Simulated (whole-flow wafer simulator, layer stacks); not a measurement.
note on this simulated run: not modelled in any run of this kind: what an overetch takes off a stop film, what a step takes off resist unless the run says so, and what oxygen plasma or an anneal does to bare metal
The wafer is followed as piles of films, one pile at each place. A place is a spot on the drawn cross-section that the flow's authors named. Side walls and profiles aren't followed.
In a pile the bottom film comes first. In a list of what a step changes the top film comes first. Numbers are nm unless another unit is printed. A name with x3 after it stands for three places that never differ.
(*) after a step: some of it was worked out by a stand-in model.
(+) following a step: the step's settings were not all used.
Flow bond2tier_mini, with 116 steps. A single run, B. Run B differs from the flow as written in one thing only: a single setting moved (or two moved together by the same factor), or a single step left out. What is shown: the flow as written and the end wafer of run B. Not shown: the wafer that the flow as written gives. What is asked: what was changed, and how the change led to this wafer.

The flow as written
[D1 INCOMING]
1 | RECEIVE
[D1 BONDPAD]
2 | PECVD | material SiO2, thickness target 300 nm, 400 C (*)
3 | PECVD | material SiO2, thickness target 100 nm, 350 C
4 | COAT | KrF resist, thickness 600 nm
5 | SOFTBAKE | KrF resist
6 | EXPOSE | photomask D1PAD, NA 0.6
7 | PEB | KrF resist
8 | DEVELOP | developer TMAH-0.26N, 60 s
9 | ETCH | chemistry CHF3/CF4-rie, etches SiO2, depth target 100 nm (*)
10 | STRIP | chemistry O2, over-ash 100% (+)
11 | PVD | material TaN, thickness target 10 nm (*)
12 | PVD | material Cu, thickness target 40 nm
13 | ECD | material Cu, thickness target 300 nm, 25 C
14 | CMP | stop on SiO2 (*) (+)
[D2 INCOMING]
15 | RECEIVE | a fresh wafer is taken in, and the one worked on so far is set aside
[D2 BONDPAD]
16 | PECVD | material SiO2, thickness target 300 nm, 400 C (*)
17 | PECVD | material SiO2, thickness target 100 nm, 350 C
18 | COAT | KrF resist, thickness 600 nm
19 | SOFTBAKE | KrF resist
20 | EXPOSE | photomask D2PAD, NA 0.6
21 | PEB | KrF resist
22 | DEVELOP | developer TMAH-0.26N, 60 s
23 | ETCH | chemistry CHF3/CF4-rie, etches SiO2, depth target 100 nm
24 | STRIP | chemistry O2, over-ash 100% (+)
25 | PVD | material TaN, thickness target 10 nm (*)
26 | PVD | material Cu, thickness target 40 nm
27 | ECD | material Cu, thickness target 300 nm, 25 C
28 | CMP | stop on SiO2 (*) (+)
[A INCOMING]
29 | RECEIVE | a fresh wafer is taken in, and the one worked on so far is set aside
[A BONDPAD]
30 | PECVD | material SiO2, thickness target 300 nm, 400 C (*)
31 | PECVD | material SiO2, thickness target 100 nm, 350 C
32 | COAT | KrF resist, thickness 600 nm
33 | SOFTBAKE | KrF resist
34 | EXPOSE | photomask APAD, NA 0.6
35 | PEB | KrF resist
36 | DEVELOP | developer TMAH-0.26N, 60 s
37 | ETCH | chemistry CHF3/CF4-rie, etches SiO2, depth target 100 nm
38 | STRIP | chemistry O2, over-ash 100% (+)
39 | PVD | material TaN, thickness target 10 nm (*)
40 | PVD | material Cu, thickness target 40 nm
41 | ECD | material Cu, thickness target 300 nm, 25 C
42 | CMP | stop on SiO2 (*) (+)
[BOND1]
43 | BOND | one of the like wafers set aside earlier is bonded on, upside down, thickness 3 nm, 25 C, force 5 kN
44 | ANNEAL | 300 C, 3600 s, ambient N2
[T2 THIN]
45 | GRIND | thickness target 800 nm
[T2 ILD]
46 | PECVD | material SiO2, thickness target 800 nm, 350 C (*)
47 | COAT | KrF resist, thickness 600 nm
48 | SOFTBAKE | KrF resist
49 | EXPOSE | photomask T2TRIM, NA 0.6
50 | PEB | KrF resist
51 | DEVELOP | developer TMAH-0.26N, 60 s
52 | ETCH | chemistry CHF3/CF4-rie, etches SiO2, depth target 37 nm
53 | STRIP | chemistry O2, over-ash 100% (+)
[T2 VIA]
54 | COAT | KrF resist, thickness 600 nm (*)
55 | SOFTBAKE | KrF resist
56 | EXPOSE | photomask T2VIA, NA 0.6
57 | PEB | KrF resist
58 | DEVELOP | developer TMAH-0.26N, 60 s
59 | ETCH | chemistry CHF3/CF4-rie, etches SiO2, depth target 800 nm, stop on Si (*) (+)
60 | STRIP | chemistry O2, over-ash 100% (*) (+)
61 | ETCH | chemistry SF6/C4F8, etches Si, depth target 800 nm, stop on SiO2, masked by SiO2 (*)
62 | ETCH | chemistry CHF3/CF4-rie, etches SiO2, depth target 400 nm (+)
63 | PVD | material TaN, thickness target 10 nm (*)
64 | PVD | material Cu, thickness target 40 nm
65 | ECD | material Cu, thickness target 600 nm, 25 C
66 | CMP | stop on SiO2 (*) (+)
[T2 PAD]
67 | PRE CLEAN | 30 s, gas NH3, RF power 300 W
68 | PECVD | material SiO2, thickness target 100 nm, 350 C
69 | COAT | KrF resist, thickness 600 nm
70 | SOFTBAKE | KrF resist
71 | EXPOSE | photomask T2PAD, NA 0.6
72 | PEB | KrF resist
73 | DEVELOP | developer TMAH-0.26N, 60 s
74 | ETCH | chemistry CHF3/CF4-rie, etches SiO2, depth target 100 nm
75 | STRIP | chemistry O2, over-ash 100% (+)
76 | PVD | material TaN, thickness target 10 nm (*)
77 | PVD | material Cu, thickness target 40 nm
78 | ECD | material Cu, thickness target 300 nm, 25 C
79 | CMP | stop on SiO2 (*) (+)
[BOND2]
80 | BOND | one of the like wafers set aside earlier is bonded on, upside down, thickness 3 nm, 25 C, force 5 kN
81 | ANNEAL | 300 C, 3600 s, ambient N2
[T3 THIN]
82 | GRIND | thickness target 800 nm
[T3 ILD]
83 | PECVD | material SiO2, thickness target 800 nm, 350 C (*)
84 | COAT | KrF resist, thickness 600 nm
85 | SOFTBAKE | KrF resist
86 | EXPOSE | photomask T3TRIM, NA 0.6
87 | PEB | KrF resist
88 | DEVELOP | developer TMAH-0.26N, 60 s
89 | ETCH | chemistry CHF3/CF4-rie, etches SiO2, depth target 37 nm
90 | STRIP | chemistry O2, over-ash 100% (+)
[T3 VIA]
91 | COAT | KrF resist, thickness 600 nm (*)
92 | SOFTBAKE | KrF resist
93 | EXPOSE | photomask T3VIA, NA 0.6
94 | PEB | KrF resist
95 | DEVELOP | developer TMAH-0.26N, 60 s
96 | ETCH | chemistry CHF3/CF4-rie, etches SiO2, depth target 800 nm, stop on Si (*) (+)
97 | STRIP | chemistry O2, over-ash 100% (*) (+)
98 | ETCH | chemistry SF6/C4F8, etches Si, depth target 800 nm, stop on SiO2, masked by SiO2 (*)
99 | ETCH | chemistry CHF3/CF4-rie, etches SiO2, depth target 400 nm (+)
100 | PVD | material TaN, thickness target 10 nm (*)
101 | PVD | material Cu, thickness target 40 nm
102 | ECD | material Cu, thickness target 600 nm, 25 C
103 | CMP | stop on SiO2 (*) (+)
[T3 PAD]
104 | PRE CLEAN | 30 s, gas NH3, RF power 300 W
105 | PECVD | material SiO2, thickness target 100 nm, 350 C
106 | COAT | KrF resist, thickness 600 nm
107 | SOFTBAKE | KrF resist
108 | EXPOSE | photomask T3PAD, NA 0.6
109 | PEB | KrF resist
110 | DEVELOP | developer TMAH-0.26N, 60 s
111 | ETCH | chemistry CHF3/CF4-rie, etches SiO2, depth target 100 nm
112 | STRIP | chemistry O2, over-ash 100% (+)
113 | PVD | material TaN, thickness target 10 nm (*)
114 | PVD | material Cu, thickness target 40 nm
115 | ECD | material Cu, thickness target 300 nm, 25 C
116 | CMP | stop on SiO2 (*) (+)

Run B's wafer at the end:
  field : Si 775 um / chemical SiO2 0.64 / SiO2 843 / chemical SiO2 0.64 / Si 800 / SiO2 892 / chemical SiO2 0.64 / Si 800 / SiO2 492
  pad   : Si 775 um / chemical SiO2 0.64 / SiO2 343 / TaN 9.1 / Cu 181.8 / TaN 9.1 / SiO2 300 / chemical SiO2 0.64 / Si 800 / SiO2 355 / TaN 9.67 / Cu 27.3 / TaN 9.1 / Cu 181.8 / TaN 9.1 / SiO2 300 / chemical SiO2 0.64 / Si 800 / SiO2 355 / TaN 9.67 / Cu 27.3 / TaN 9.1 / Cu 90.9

Cause: step 31, PECVD: thickness target 143 nm was run, whereas the flow has thickness target 100 nm.

How this came from the change, step by step:
  31 | PECVD | material SiO2, thickness target 100 nm, 350 C
      field, pad, via: SiO2 gains 143 (it would be, as written: SiO2 gains 100)
